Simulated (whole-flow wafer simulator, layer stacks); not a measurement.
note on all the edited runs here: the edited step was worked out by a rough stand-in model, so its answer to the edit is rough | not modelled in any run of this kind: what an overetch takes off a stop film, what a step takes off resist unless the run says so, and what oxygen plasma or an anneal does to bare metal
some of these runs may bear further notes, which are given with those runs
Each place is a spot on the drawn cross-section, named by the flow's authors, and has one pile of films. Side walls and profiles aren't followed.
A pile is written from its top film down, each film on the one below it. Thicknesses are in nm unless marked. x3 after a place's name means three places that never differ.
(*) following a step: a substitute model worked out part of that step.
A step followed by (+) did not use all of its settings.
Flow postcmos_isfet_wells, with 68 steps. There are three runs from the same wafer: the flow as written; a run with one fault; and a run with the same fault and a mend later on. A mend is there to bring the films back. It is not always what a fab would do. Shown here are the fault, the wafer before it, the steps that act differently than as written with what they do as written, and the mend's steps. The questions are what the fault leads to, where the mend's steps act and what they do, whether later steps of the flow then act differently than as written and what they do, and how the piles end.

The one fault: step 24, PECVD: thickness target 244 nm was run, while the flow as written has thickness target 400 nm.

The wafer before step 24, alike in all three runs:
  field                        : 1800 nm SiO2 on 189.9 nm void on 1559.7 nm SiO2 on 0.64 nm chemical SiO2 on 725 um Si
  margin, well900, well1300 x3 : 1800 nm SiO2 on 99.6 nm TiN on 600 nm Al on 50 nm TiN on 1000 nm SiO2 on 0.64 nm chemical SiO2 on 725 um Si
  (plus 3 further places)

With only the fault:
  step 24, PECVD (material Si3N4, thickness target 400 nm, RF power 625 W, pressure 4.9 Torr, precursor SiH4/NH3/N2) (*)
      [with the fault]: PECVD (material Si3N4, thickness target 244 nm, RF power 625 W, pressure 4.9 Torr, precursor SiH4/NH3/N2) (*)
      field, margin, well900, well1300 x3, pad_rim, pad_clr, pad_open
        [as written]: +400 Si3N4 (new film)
        [with the fault]: +244 Si3N4 (new film)
  Later steps of the flow acting differently than as written (4 more steps, not shown, differ only slightly: by at most 2% or 0.5 nm, whichever is larger):
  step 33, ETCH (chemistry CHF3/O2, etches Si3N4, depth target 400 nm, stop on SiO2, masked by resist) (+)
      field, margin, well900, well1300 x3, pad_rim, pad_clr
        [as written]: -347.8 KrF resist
        [with the fault]: -318.3 KrF resist
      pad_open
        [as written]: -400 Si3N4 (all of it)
        [with the fault]: -244 Si3N4 (all of it)
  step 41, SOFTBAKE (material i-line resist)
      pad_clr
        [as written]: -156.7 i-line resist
        [with the fault]: -141.1 i-line resist
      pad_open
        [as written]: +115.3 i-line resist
        [with the fault]: +108.4 i-line resist
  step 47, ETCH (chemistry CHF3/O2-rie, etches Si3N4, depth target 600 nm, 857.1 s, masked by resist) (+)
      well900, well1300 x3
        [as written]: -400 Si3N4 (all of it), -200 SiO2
        [with the fault]: -244 Si3N4 (all of it), -356 SiO2
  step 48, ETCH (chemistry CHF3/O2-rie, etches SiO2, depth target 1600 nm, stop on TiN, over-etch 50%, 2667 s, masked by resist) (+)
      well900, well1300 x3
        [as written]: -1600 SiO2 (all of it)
        [with the fault]: -1444 SiO2 (all of it)
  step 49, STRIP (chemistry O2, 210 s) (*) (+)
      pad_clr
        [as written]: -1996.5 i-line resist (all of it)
        [with the fault]: -2060.7 i-line resist (all of it)
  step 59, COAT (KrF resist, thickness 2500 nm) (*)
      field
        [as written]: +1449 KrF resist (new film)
        [with the fault]: +1523.5 KrF resist (new film)
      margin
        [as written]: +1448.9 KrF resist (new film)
        [with the fault]: +1523.4 KrF resist (new film)
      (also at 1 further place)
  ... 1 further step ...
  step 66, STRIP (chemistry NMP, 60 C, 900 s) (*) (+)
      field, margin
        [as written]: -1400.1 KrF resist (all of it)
        [with the fault]: -1474.1 KrF resist (all of it)
  By the end, the piles at field, margin, pad_rim, pad_clr depart from the flow's by more than 2% or 0.5 nm, whichever is larger.
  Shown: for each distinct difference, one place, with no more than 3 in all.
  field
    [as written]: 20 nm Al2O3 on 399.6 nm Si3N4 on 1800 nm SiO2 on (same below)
    [with the fault]: 20 nm Al2O3 on 243.6 nm Si3N4 on 1800 nm SiO2 on (same below)
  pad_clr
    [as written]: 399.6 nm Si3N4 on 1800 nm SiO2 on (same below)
    [with the fault]: 243.6 nm Si3N4 on 1800 nm SiO2 on (same below)

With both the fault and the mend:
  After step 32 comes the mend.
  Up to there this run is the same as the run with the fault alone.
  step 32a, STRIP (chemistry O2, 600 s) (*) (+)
      field, margin, well900, well1300 x3, pad_rim, pad_clr
        -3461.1 KrF resist (all of it)
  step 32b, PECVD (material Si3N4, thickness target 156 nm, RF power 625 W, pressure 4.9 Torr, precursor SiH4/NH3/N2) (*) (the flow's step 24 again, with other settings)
      field, margin, well900, well1300 x3, pad_rim, pad_clr, pad_open
        +156 Si3N4
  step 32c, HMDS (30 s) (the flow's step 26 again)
      does not change any film at any place that is followed
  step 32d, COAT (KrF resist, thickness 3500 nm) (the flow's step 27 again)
      field, margin, well900, well1300 x3, pad_rim, pad_clr, pad_open
        +3500 KrF resist (new film)
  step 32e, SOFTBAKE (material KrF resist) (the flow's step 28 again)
      does not change any film at any place that is followed
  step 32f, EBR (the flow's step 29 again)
      does not change any film at any place that is followed
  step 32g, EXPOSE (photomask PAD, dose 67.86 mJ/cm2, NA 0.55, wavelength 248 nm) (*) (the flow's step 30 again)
      does not change any film at any place that is followed
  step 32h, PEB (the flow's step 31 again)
      field, margin, well900, well1300 x3, pad_rim, pad_clr, pad_open
        -25.1 KrF resist
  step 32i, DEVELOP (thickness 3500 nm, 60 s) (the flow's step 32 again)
      field, margin, well900, well1300 x3, pad_rim, pad_clr
        -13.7 KrF resist
      pad_open
        -3474.9 KrF resist (all of it)
  Later steps of the flow that are run all act as written at every place that is followed.
  By the end, the piles equal the flow's at every place that both follow.
